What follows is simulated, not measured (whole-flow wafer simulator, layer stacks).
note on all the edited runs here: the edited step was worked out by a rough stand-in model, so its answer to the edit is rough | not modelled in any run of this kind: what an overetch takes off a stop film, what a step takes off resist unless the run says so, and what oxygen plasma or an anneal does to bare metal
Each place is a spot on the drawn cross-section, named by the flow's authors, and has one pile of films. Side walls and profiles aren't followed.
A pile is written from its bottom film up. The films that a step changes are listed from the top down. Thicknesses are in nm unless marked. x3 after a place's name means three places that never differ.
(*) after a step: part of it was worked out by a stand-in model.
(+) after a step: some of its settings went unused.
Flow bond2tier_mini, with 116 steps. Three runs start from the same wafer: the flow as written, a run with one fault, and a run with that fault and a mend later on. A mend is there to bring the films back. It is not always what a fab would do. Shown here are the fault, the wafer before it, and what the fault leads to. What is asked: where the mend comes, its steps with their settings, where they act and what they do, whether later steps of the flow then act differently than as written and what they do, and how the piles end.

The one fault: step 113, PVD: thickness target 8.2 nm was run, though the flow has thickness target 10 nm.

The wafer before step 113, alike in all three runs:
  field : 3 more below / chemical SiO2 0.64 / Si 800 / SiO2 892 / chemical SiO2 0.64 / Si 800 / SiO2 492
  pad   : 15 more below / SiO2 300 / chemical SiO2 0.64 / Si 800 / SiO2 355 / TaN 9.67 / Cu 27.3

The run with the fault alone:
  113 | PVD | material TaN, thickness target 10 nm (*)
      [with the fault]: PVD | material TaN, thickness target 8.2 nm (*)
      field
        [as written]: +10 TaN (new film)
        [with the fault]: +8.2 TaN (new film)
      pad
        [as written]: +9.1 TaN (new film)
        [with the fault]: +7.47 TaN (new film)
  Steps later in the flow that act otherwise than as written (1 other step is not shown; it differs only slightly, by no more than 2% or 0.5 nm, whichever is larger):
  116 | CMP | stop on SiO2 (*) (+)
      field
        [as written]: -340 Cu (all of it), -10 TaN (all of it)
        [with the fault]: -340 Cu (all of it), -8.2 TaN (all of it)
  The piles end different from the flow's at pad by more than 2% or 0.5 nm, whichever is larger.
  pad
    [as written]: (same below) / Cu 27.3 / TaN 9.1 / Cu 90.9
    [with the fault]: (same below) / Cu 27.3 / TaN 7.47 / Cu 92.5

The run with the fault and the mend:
  After step 113 comes the mend.
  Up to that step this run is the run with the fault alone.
  113a | PVD | material TaN, thickness target 1.8 nm (*) (a further turn of the flow's step 113, with different settings)
      field
        +1.8 TaN
      pad
        +1.64 TaN
  None of the later steps of the flow acts differently than as written at any place that is followed.
  By the end, the piles equal the flow's at every place that both follow.
